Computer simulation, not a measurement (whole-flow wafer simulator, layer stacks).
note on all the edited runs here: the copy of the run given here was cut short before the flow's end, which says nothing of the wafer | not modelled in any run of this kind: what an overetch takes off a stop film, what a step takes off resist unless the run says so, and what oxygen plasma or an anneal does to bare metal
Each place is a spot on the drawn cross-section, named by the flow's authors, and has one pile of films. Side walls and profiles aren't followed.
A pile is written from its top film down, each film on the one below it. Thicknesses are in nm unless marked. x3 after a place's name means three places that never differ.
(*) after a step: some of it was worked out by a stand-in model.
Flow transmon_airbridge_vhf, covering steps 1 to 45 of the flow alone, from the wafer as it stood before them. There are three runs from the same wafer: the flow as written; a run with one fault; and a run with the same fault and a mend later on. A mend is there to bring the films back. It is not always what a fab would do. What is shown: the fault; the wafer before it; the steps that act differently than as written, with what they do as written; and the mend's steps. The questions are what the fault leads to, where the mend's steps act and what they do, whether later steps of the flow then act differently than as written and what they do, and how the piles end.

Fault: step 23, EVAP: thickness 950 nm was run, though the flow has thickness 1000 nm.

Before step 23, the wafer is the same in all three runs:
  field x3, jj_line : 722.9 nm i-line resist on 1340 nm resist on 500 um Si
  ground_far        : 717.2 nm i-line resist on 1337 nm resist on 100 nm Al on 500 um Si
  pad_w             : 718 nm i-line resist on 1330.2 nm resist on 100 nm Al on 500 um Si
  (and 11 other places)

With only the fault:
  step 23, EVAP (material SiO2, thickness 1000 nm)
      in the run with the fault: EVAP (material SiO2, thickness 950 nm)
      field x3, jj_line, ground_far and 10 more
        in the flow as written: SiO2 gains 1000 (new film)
        in the run with the fault: SiO2 gains 950 (new film)
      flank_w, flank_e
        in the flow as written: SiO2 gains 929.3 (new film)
        in the run with the fault: SiO2 gains 882.9 (new film)
  Later steps of the flow acting differently than as written (7 more steps, not shown, differ only slightly: by at most 2% or 0.5 nm, whichever is larger):
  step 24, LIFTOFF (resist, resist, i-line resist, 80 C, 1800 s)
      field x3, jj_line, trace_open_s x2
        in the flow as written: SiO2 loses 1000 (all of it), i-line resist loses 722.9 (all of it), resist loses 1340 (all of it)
        in the run with the fault: SiO2 loses 950 (all of it), i-line resist loses 722.9 (all of it), resist loses 1340 (all of it)
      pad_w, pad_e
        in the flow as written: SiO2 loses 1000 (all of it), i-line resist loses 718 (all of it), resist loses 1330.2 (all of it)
        in the run with the fault: SiO2 loses 950 (all of it), i-line resist loses 718 (all of it), resist loses 1330.2 (all of it)
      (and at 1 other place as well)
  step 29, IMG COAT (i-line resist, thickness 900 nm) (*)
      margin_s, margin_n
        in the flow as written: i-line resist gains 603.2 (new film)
        in the run with the fault: i-line resist gains 619.1 (new film)
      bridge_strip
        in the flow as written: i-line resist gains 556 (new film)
        in the run with the fault: i-line resist gains 572.7 (new film)
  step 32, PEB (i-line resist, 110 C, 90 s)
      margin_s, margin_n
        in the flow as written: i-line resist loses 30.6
        in the run with the fault: i-line resist loses 31.4
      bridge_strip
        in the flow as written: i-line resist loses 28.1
        in the run with the fault: i-line resist loses 29
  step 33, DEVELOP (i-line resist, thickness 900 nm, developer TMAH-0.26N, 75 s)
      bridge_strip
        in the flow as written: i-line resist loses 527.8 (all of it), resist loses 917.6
        in the run with the fault: i-line resist loses 543.7 (all of it), resist loses 925.6
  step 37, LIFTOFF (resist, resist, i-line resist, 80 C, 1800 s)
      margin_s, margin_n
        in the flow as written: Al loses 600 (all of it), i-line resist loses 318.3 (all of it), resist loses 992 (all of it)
        in the run with the fault: Al loses 600 (all of it), i-line resist loses 333.3 (all of it), resist loses 1006.6 (all of it)
  By the end, the piles at flank_w, gap_w, cpw_trace, gap_e, flank_e, margin_s, bridge_strip, margin_n depart from the flow's by more than 2% or 0.5 nm, whichever is larger.
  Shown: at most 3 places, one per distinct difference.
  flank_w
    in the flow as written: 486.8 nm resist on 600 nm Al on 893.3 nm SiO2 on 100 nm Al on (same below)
    in the run with the fault: 491.8 nm resist on 600 nm Al on 846.9 nm SiO2 on 100 nm Al on (same below)
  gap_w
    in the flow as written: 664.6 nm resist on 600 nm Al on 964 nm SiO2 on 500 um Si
    in the run with the fault: 668.9 nm resist on 600 nm Al on 914 nm SiO2 on 500 um Si
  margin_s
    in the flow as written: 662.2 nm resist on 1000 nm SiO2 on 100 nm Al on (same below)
    in the run with the fault: 669 nm resist on 950 nm SiO2 on 100 nm Al on (same below)

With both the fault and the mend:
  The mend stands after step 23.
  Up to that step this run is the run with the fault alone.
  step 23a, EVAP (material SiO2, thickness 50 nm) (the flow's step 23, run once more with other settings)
      field x3, jj_line, ground_far and 10 more
        SiO2 gains 50
      flank_w, flank_e
        SiO2 gains 46.4
  Every later step of the flow that is run acts as written, at every place that is followed, to within 2% or 0.5 nm, whichever is larger.
  When the end is reached, the piles differ only a little from the flow's at the places that both follow, at most by 2% or 0.5 nm, whichever is larger.
